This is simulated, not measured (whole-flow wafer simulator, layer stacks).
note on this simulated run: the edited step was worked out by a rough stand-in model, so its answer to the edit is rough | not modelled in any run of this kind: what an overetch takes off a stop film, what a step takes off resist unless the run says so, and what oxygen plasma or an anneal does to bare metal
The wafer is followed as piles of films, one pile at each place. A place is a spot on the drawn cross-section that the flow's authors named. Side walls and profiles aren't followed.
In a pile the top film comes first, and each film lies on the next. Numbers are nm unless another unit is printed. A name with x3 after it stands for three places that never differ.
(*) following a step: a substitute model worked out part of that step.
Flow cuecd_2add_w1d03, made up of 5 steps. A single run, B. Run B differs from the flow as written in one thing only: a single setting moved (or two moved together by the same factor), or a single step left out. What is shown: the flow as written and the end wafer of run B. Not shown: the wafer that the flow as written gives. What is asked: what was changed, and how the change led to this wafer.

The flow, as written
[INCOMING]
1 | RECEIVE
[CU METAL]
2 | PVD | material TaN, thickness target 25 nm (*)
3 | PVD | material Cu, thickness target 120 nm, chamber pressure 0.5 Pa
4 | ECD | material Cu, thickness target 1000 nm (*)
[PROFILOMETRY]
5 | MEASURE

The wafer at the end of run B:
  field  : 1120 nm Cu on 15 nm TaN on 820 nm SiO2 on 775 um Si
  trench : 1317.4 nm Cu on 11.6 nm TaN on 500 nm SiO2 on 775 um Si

Cause: step 2, PVD: thickness target 15 nm was run, while the flow as written has thickness target 25 nm.
The wafer itself shows it: field has TaN 15, and step 2 as written asks for 25 nm.

Step by step, how the change led to this:
  2 | PVD | material TaN, thickness target 25 nm (*)
      field: +15 TaN (new film) (in the flow as written it would be: +25 TaN (new film))
      trench: +11.6 TaN (new film) (in the flow as written it would be: +19.4 TaN (new film))
